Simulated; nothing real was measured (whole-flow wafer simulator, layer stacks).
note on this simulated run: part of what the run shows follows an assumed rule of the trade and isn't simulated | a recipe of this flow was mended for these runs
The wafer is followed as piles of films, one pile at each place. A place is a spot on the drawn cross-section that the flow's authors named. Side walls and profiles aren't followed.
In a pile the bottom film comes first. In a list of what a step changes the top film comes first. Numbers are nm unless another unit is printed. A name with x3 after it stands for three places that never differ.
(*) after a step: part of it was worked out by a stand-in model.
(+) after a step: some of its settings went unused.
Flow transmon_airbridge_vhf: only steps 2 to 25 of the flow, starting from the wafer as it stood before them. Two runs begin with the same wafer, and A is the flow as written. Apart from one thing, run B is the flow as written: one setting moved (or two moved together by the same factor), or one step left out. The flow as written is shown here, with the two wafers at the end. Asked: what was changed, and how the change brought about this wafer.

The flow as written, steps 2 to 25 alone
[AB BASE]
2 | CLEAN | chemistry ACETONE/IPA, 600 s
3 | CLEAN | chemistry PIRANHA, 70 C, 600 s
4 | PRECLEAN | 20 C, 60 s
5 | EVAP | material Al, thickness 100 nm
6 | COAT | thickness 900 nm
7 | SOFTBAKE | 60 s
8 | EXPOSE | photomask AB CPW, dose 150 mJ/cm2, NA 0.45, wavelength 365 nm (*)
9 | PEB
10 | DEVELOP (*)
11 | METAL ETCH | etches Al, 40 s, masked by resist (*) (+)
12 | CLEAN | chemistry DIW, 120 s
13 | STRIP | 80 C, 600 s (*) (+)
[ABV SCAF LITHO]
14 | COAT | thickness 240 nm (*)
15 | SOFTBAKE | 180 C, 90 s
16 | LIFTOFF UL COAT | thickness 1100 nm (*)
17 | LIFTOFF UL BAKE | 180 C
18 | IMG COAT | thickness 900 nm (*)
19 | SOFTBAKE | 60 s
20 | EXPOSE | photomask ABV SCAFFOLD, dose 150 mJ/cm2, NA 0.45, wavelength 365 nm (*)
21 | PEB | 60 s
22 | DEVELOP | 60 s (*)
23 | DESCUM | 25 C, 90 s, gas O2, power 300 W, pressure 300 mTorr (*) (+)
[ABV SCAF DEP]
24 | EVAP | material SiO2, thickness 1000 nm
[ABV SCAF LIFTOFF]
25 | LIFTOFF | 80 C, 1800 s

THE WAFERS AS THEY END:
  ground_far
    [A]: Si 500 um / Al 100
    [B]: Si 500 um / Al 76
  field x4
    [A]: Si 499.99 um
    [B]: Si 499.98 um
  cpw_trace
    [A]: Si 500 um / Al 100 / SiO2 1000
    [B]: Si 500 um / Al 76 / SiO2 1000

What caused this: step 5, EVAP: thickness 76 nm was run, while the flow as written has thickness 100 nm.
The wafer lets one read it off: ground_far has Al 76, and step 5 as written asks for 100 nm.

The path from the change to this, step by step:
  5 | EVAP | material Al, thickness 100 nm
      field x4, ground_far, pad_w x2, flank_w x2, gap_w x2, cpw_trace, trace_open_s x2, margin_s x3: A +100 Al (new film) | B +76 Al (new film)
  11 | METAL ETCH | etches Al, 40 s, masked by resist (*) (+)
      field x4, gap_w x2: A -86.7 Al (all of it), -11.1 Si | B -62.7 Al (all of it), -19.1 Si
